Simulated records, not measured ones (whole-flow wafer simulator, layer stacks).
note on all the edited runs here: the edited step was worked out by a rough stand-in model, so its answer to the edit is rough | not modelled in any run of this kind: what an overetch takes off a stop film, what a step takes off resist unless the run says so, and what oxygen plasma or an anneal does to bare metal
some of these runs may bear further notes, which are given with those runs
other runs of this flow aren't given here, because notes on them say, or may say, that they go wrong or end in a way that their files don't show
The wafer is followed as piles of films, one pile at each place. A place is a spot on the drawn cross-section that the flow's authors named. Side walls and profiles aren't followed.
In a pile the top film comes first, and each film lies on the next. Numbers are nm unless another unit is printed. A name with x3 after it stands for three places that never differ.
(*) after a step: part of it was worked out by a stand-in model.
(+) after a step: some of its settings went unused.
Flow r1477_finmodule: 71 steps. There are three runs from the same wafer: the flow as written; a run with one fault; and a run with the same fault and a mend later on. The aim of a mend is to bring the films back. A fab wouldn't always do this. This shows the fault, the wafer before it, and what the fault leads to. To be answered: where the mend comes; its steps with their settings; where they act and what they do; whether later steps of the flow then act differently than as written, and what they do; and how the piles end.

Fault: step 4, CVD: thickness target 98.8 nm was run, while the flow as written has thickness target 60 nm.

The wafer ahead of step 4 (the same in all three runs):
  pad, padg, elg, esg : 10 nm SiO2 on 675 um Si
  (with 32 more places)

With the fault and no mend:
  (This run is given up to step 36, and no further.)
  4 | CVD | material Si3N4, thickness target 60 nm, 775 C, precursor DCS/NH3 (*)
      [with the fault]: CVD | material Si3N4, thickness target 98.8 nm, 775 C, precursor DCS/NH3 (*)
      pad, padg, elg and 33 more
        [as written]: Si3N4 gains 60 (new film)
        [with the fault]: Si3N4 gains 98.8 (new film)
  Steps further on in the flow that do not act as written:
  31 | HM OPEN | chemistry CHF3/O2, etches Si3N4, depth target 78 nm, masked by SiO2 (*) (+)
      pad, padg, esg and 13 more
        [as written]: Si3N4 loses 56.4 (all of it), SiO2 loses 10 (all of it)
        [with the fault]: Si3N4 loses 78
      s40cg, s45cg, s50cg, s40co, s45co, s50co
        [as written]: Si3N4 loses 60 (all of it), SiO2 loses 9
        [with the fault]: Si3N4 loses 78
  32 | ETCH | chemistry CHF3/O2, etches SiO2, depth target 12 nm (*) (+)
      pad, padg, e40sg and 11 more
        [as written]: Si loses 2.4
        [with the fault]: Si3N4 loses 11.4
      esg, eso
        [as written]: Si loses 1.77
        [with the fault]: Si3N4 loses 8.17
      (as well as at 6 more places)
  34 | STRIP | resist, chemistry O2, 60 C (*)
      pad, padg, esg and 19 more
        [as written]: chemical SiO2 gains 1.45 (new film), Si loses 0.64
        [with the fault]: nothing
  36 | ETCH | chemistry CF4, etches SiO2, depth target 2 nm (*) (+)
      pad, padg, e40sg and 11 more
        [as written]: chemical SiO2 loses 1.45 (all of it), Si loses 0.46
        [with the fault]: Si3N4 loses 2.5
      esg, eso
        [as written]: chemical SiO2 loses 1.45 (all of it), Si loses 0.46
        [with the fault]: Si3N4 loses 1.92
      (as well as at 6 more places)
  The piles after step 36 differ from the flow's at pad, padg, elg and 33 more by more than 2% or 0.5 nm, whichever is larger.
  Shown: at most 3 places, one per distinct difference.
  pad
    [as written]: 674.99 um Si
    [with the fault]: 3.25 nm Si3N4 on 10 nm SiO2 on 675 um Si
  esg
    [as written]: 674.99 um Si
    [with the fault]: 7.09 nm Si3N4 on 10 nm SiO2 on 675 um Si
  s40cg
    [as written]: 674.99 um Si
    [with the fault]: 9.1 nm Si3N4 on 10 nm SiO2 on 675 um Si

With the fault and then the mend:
  The mend follows step 5.
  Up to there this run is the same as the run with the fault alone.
  5a | ETCH | chemistry h3po4, depth target 38.8 nm
      pad, padg, elg and 33 more
        Si3N4 loses 38.8
  None of the later steps of the flow acts differently than as written at any place that is followed.
  By the end, the piles equal the flow's at every place that both follow.
